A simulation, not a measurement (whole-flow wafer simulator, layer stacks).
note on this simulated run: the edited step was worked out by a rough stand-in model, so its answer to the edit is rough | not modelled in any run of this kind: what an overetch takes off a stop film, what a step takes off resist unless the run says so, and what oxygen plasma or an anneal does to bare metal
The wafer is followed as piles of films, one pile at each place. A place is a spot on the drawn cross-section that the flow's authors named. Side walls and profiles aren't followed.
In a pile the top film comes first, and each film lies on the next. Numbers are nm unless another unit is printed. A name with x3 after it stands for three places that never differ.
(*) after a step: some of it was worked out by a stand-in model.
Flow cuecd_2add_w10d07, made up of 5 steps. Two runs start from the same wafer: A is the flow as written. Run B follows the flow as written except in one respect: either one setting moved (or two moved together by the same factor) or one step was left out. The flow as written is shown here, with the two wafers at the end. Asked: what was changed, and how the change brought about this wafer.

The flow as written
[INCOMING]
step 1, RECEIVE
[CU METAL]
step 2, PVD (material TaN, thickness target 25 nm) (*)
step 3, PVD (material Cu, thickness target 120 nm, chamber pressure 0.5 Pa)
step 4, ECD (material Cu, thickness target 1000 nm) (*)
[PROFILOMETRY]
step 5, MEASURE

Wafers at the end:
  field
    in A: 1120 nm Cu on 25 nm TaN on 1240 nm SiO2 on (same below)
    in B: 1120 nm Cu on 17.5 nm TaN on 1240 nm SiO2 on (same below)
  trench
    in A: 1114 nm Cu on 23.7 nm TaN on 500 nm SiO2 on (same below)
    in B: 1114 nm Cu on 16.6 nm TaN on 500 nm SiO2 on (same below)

What caused this: step 2, PVD: thickness target 17.5 nm was run, though the flow has thickness target 25 nm.
One can read it off the wafer: field has TaN 17.5, and step 2 as written asks for 25 nm.

How this came from the change, step by step:
  step 2, PVD (material TaN, thickness target 25 nm) (*)
      field: A TaN gains 25 (new film) | B TaN gains 17.5 (new film)
      trench: A TaN gains 23.7 (new film) | B TaN gains 16.6 (new film)
